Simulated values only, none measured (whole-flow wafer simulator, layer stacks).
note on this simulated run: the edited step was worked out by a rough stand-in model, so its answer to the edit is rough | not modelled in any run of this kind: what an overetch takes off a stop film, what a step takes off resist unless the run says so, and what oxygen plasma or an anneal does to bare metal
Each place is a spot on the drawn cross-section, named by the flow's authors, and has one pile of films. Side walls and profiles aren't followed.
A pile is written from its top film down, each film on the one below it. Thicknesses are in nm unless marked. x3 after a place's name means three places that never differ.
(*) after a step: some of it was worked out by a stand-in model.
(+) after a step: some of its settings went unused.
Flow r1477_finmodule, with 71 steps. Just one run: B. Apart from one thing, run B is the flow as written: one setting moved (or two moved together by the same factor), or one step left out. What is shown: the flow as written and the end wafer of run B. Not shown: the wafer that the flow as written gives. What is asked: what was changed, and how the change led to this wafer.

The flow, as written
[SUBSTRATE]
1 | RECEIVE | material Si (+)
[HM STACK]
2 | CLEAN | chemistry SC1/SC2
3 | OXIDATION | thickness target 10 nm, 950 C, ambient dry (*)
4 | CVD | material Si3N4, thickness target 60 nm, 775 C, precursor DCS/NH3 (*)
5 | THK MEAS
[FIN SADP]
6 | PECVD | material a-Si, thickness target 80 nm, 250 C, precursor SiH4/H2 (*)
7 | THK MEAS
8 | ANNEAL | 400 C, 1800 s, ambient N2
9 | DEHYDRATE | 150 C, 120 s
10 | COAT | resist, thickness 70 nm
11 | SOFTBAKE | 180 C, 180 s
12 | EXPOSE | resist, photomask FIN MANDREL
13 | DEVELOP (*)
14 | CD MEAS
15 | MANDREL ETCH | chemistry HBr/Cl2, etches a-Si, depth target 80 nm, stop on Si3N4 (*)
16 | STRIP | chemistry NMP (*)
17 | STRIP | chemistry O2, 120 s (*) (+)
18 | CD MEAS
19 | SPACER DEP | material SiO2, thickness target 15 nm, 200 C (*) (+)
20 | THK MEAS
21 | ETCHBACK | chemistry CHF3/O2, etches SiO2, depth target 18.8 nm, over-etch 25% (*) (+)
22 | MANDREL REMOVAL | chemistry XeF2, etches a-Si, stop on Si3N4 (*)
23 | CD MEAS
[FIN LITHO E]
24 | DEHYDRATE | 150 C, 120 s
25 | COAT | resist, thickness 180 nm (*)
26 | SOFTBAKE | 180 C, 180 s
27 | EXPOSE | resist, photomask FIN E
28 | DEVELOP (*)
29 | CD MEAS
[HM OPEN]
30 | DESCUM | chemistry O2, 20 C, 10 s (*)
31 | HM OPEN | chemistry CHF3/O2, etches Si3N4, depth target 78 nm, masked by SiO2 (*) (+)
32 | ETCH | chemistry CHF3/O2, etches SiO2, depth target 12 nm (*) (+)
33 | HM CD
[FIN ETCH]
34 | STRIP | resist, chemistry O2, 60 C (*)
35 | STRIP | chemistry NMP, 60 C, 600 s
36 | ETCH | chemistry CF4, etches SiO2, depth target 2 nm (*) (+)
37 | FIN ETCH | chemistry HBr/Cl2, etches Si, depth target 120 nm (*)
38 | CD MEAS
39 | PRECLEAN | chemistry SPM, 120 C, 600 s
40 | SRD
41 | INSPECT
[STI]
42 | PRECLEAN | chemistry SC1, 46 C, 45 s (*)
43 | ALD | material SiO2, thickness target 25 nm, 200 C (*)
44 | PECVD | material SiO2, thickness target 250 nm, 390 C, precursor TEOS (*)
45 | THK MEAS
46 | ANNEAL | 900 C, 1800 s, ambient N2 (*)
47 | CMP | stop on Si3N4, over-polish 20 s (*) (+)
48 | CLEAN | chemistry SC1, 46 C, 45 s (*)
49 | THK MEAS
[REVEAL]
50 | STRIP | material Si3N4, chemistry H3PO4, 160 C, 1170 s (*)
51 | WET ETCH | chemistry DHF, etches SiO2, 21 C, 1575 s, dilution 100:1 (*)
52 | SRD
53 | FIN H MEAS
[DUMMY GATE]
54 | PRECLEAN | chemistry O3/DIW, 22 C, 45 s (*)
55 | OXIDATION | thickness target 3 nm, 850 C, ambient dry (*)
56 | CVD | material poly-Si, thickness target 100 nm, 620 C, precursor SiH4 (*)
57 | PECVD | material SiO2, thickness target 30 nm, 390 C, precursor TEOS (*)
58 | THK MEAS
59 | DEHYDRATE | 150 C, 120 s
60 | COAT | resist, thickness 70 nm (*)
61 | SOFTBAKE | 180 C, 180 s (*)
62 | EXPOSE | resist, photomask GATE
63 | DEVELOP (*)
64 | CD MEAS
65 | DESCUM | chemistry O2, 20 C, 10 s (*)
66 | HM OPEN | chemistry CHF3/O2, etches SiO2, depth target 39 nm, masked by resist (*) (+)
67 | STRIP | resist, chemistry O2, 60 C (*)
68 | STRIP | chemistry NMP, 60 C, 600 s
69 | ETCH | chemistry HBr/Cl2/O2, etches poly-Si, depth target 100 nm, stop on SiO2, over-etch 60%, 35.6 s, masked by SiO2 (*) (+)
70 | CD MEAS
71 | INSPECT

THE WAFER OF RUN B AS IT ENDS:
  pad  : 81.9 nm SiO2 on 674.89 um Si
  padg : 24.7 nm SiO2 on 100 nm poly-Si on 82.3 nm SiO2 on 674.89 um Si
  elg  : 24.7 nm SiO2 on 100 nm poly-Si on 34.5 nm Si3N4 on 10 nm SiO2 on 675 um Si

The reason: step 37, FIN ETCH: depth target 99 nm was run, while the flow as written has depth target 120 nm.

The path from the change to this, step by step:
  37 | FIN ETCH | chemistry HBr/Cl2, etches Si, depth target 120 nm (*)
      pad, padg, esg and 19 more: Si loses 99 (as written it would have been: Si loses 120)
      elg, e40lg, e100lg, e200lg, elo, e40lo, e100lo, e200lo: Si3N4 loses 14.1 (as written it would have been: Si3N4 loses 17.1)
      (and at 6 other places as well)
  43 | ALD | material SiO2, thickness target 25 nm, 200 C (*)
      s40cg, s45cg, s50cg, s40co, s45co, s50co: SiO2 gains 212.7 (new film) (as written it would have been: SiO2 gains 232.1 (new film))
      esg: SiO2 gains 176.3 (new film) (as written it would have been: SiO2 gains 194.3 (new film))
  47 | CMP | stop on Si3N4, over-polish 20 s (*) (+)
      pad, padg, e40sg and 11 more: SiO2 loses 92.8 (as written it would have been: SiO2 loses 71.8)
      eso: SiO2 loses 93.4 (as written it would have been: SiO2 loses 72.4)
  51 | WET ETCH | chemistry DHF, etches SiO2, 21 C, 1575 s, dilution 100:1 (*)
      elg, e40lg, e100lg, e200lg, elo, e40lo, e100lo, e200lo: SiO2 loses 14.8 (all of it), Si3N4 loses 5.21 (as written it would have been: SiO2 loses 17.8 (all of it), Si3N4 loses 4.97)
  67 | STRIP | resist, chemistry O2, 60 C (*)
      e40sg: resist loses 78 (all of it) (as written it would have been: resist loses 75.4 (all of it))
      e100sg: resist loses 77.9 (all of it) (as written it would have been: resist loses 75.3 (all of it))
      (and at 1 other place as well)
